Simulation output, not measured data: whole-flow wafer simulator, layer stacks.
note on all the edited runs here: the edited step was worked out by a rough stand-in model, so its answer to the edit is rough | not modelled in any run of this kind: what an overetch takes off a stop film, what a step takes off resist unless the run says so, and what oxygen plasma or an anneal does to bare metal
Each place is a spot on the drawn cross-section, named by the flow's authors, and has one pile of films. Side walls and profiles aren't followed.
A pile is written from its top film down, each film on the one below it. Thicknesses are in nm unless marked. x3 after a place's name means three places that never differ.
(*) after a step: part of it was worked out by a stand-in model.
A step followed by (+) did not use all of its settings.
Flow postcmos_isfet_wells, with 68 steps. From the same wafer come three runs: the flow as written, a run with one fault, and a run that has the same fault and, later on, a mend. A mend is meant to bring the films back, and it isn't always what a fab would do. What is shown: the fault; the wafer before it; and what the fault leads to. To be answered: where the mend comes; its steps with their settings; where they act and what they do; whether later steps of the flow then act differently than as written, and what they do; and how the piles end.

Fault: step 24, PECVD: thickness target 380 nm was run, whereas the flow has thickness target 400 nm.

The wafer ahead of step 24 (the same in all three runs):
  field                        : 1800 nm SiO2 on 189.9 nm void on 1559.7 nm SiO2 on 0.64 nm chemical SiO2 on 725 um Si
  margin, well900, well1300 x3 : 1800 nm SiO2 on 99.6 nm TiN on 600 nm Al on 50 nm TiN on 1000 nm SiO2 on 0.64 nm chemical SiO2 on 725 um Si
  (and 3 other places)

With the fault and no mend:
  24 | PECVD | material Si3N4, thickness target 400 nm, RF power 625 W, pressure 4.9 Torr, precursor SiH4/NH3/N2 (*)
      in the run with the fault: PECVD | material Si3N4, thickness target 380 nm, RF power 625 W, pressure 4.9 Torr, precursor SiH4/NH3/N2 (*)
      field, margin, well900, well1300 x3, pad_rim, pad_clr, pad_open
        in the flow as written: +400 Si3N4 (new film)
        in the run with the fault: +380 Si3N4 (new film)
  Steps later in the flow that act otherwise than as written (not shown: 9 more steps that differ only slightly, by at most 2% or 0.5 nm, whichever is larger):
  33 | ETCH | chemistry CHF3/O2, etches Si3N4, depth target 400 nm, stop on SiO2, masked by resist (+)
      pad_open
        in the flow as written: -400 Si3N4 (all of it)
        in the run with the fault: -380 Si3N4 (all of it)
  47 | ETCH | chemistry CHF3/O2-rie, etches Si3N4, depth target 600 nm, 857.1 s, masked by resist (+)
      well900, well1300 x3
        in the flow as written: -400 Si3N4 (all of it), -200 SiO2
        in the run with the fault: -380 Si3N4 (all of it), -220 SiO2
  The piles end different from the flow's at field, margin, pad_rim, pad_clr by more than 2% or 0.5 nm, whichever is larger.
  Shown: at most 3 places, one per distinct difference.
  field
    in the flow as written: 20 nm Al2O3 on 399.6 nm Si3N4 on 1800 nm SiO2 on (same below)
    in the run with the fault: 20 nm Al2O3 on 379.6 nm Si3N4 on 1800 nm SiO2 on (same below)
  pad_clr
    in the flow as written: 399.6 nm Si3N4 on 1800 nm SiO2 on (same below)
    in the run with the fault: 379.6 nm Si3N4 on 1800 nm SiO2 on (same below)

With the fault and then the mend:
  After step 24 comes the mend.
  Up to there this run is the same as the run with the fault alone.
  24a | PECVD | material Si3N4, thickness target 20 nm, RF power 625 W, pressure 4.9 Torr, precursor SiH4/NH3/N2 (the flow's step 24 again, with other settings)
      field, margin, well900, well1300 x3, pad_rim, pad_clr, pad_open
        +20 Si3N4
  Every later step of the flow that is run acts as written at every place that is followed.
  The piles end the same as the flow's at every place that both follow.
